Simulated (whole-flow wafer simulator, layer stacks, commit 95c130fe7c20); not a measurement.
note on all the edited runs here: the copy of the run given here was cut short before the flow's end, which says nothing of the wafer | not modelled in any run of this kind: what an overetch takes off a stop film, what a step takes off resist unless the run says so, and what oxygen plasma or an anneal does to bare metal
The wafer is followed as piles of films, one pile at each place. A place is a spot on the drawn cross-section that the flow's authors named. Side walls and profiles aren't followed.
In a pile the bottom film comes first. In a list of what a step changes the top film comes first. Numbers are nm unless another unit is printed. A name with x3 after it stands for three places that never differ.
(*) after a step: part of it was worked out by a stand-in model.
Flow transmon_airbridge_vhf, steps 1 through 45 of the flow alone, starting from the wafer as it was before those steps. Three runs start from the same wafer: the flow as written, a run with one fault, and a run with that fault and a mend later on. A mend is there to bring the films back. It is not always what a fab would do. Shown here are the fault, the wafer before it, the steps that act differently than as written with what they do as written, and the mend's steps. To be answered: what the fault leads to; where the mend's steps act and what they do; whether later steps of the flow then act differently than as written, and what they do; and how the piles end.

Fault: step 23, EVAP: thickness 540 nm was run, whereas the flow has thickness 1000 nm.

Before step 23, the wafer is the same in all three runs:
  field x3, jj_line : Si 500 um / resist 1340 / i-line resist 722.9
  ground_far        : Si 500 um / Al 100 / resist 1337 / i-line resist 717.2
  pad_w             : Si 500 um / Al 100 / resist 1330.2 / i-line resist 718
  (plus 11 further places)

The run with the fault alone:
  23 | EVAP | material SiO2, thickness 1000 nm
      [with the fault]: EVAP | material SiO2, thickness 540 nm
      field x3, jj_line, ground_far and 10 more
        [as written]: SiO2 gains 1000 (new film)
        [with the fault]: SiO2 gains 540 (new film)
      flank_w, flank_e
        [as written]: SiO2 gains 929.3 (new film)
        [with the fault]: SiO2 gains 501.8 (new film)
  Steps further on in the flow that do not act as written (2 other steps are not shown; they differ only slightly, by no more than 2% or 0.5 nm, whichever is larger):
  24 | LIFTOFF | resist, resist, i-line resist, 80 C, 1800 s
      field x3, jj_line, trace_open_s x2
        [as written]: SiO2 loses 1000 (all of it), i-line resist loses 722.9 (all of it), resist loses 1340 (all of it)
        [with the fault]: SiO2 loses 540 (all of it), i-line resist loses 722.9 (all of it), resist loses 1340 (all of it)
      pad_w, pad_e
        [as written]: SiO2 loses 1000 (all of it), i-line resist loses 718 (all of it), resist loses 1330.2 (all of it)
        [with the fault]: SiO2 loses 540 (all of it), i-line resist loses 718 (all of it), resist loses 1330.2 (all of it)
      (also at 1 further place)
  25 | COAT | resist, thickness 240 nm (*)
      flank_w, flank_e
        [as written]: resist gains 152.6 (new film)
        [with the fault]: resist gains 169.3 (new film)
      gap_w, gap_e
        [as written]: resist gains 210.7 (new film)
        [with the fault]: resist gains 230.1 (new film)
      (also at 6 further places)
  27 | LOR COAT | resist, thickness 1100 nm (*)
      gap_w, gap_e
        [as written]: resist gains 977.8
        [with the fault]: resist gains 1043
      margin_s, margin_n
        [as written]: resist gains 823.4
        [with the fault]: resist gains 940.4
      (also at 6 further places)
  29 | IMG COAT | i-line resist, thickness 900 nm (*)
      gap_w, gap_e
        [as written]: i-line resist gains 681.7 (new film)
        [with the fault]: i-line resist gains 794.5 (new film)
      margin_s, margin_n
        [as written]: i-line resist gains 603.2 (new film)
        [with the fault]: i-line resist gains 747.5 (new film)
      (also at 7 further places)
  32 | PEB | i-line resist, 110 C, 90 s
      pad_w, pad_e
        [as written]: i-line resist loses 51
        [with the fault]: i-line resist loses 48.7
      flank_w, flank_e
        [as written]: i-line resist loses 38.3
        [with the fault]: i-line resist loses 42.8
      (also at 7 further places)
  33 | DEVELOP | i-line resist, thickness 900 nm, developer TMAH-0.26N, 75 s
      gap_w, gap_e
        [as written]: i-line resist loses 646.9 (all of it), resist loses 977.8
        [with the fault]: i-line resist loses 753.8 (all of it), resist loses 1043
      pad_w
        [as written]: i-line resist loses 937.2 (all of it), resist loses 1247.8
        [with the fault]: i-line resist loses 896.9 (all of it), resist loses 1175.1
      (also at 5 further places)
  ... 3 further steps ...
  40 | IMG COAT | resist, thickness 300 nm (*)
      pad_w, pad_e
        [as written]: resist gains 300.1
        [with the fault]: resist gains 288.1
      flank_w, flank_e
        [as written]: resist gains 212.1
        [with the fault]: resist gains 223.8
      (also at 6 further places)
  By the end, the piles at pad_w, flank_w, gap_w and 7 more depart from the flow's by more than 2% or 0.5 nm, whichever is larger.
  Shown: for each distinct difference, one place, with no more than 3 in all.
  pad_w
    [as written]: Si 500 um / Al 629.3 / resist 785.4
    [with the fault]: Si 500 um / Al 629.8 / resist 747.7
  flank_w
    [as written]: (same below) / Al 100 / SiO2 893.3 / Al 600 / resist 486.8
    [with the fault]: (same below) / Al 100 / SiO2 465.9 / Al 600 / resist 553.7
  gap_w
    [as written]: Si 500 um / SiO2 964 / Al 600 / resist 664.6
    [with the fault]: Si 500 um / SiO2 504 / Al 600 / resist 704.8

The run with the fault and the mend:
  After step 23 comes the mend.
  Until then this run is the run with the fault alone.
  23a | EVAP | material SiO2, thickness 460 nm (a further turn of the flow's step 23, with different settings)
      field x3, jj_line, ground_far and 10 more
        SiO2 gains 460
      flank_w, flank_e
        SiO2 gains 428
  None of the later steps of the flow differs from how it acts as written, at any place that is followed, by more than 2% or 0.5 nm, whichever is larger.
  The piles end only slightly different from the flow's at the places that both follow, by no more than 2% or 0.5 nm, whichever is larger.
